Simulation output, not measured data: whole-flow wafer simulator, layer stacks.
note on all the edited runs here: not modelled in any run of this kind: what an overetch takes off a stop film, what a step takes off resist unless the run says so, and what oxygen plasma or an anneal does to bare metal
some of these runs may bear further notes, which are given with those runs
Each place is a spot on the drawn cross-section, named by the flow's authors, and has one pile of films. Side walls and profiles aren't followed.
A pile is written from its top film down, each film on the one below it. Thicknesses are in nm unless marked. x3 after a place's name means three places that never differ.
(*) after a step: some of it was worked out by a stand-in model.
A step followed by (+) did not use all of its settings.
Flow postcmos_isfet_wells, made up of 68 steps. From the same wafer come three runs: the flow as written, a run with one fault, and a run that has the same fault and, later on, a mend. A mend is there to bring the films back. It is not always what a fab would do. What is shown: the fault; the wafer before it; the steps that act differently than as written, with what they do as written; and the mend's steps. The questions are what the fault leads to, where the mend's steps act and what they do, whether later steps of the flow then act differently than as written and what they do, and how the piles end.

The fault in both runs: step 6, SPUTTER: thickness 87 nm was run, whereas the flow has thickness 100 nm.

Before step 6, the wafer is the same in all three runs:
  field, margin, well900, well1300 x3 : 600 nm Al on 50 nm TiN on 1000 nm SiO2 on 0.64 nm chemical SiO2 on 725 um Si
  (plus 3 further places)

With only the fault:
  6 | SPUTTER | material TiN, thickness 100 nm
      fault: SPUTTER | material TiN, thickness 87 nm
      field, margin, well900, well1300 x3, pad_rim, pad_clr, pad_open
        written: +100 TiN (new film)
        fault: +87 TiN (new film)
  Later steps of the flow acting differently than as written:
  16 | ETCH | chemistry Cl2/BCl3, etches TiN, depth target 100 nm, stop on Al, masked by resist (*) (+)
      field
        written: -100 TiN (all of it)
        fault: -87 TiN (all of it)
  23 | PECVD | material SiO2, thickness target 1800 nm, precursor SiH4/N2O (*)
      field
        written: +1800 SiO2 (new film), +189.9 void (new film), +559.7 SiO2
        fault: +1800 SiO2 (new film), +180.1 void (new film), +556.5 SiO2
  The piles end different from the flow's at field, margin, well900, well1300 x3, pad_rim, pad_clr, pad_open by more than 2% or 0.5 nm, whichever is larger.
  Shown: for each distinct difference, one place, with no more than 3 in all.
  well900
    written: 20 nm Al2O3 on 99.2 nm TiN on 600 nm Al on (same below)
    fault: 20 nm Al2O3 on 86.2 nm TiN on 600 nm Al on (same below)
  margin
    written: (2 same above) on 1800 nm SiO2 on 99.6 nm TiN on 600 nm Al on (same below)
    fault: (2 same above) on 1800 nm SiO2 on 86.6 nm TiN on 600 nm Al on (same below)
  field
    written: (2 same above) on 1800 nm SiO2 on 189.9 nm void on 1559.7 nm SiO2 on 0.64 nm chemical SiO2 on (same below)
    fault: (2 same above) on 1800 nm SiO2 on 180.1 nm void on 1556.5 nm SiO2 on 0.64 nm chemical SiO2 on (same below)

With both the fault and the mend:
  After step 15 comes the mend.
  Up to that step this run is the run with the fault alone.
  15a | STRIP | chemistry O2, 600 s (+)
      margin, well900, well1300 x3, pad_rim, pad_clr, pad_open
        -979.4 KrF resist (all of it)
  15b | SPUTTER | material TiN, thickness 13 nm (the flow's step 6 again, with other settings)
      field, margin, well900, well1300 x3, pad_rim, pad_clr, pad_open
        +13 TiN
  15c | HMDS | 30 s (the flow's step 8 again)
      alters no film at any place that is followed
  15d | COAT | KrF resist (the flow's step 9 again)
      field, margin, well900, well1300 x3, pad_rim, pad_clr, pad_open
        +1000 KrF resist (new film)
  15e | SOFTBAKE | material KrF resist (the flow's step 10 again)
      alters no film at any place that is followed
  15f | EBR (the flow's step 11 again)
      alters no film at any place that is followed
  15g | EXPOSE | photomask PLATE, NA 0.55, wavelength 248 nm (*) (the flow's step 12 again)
      alters no film at any place that is followed
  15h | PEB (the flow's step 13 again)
      field, margin, well900, well1300 x3, pad_rim, pad_clr, pad_open
        -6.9 KrF resist
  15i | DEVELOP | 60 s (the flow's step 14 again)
      margin, well900, well1300 x3, pad_rim, pad_clr, pad_open
        -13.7 KrF resist
      field
        -993.1 KrF resist (all of it)
  Every later step of the flow that is run acts as written at every place that is followed.
  The piles end the same as the flow's at every place that both follow.
